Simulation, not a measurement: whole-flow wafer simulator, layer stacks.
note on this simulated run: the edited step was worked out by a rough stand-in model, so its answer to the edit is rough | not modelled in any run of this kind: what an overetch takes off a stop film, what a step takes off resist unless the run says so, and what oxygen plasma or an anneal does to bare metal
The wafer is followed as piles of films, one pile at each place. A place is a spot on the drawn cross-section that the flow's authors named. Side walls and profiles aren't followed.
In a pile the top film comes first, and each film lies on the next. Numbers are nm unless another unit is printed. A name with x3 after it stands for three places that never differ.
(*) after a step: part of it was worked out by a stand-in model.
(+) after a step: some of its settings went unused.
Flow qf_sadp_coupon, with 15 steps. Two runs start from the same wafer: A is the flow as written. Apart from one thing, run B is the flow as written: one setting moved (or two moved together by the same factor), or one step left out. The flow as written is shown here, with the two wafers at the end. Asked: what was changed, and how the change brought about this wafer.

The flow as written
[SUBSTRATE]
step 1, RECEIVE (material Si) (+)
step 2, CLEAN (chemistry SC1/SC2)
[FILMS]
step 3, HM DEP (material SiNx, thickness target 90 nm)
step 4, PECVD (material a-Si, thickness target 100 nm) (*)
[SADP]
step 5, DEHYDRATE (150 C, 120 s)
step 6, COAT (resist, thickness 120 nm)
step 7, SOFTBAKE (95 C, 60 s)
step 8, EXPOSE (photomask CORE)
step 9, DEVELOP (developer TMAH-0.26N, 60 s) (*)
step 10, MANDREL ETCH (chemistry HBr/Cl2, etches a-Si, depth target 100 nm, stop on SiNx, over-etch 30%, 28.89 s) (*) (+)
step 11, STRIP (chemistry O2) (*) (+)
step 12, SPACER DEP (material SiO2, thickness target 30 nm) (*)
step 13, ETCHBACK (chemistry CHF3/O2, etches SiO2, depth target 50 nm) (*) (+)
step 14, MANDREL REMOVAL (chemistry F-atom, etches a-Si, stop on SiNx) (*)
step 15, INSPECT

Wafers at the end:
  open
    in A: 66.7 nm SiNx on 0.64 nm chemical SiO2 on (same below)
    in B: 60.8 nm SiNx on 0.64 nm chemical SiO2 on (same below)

The reason: step 13, ETCHBACK: depth target 56.2 nm was run, whereas the flow has depth target 50 nm.

The path from the change to this, step by step:
  step 13, ETCHBACK (chemistry CHF3/O2, etches SiO2, depth target 50 nm) (*) (+)
      m: A -30 SiO2 (all of it), -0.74 chemical SiO2 (all of it), -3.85 a-Si | B -30 SiO2 (all of it), -0.74 chemical SiO2 (all of it), -5.09 a-Si
      open: A -30 SiO2 (all of it), -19 SiNx | B -30 SiO2 (all of it), -25 SiNx
